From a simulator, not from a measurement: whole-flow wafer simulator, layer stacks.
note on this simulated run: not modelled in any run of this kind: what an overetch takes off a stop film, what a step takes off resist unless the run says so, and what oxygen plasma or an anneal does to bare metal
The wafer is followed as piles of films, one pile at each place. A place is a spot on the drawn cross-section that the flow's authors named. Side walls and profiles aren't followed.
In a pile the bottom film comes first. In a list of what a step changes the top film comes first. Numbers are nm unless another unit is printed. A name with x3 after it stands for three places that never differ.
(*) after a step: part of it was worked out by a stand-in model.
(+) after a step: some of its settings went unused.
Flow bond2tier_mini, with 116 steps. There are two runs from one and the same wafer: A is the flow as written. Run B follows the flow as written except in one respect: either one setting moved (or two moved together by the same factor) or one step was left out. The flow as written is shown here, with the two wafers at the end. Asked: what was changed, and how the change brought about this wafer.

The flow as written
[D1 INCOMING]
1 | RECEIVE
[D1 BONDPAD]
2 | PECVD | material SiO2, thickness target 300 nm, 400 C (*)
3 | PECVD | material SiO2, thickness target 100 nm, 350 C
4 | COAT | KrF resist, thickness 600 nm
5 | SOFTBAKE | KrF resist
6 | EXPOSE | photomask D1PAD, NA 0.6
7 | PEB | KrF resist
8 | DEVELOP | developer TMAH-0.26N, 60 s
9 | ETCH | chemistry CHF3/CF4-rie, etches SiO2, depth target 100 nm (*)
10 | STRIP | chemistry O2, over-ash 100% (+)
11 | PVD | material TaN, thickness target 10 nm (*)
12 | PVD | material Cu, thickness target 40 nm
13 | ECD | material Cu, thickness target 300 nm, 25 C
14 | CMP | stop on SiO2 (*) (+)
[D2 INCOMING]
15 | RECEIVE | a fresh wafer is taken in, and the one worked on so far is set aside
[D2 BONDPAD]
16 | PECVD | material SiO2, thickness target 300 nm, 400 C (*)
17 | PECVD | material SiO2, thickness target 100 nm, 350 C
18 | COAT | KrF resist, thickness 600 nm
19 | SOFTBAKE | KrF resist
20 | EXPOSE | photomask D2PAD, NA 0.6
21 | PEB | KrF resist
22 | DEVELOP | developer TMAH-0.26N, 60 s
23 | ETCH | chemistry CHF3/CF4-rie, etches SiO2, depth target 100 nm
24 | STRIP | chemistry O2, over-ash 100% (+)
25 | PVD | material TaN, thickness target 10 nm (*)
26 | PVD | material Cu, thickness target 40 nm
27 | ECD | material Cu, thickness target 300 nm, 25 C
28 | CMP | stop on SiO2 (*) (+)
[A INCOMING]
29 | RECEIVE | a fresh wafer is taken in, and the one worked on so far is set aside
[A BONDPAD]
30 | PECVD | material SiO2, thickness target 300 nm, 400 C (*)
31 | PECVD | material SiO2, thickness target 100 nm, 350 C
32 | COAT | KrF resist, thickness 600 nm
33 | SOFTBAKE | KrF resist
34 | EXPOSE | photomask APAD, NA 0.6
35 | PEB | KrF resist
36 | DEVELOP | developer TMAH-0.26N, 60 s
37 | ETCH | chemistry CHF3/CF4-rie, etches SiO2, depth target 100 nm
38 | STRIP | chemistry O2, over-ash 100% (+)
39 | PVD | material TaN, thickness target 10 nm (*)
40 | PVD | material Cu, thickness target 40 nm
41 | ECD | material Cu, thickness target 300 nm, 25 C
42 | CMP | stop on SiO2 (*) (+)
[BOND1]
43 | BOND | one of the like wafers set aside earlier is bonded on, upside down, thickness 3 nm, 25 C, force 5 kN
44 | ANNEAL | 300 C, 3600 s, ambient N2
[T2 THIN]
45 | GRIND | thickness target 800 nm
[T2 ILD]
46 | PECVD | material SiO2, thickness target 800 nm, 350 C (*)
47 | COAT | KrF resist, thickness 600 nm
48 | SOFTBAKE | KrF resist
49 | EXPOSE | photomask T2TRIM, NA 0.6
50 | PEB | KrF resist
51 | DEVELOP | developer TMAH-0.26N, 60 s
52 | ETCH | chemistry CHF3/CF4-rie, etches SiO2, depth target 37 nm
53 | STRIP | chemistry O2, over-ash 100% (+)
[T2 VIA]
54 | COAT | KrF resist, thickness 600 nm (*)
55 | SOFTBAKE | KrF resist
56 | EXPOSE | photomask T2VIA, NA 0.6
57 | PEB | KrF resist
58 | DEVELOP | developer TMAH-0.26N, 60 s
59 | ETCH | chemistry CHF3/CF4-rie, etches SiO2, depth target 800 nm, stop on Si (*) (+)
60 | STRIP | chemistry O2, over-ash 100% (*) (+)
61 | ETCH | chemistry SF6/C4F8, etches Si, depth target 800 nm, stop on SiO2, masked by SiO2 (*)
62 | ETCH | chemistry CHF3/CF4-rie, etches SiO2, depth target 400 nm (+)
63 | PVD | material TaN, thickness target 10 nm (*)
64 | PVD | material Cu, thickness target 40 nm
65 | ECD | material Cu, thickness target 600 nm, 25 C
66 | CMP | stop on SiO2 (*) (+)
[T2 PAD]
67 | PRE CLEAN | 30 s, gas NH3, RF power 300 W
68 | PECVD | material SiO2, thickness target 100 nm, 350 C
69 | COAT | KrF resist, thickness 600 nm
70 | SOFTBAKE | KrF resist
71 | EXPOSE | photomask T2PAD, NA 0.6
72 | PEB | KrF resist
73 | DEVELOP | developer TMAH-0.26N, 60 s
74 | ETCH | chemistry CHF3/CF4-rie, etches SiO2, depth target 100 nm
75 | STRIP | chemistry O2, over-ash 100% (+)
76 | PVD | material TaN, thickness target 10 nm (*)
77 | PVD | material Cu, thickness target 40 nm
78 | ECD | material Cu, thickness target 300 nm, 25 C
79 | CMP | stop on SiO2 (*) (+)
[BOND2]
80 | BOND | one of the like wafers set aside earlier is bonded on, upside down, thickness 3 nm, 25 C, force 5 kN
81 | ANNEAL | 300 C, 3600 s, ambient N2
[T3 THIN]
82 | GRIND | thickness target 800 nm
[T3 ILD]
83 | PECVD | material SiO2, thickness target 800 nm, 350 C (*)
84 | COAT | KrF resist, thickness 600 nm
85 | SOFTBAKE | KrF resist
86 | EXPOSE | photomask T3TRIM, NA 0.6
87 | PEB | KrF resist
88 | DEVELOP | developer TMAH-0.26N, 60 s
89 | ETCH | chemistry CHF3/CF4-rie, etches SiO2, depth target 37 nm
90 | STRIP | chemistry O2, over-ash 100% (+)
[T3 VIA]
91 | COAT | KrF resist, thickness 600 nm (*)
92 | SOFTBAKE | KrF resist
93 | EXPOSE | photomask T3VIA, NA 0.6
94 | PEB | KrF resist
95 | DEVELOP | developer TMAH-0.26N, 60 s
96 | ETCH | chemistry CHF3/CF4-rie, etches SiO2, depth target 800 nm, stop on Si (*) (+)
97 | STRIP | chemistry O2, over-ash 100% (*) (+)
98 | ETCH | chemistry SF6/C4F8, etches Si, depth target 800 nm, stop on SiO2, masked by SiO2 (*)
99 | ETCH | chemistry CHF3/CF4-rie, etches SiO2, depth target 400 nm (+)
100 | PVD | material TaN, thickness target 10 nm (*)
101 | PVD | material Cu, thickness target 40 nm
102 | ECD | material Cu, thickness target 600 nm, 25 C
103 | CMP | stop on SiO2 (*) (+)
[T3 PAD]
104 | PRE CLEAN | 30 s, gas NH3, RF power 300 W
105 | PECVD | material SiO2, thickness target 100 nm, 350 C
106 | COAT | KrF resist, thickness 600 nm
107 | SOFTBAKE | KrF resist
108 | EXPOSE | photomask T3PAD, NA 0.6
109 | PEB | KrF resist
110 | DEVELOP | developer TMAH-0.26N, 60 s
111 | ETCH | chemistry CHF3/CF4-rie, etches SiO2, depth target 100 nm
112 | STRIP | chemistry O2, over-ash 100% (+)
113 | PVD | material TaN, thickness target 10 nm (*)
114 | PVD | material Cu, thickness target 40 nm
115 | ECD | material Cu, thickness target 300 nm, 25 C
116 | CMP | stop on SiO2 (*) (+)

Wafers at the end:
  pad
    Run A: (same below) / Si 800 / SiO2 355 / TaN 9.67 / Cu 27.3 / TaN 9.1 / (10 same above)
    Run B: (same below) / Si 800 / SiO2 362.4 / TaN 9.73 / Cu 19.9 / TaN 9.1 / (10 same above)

Cause: step 52, ETCH: depth target 29.6 nm was run, though the flow has depth target 37 nm.

Step by step, how the change led to this:
  52 | ETCH | chemistry CHF3/CF4-rie, etches SiO2, depth target 37 nm
      pad, via: A -37 SiO2 | B -29.6 SiO2
      field: A -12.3 KrF resist | B -9.87 KrF resist
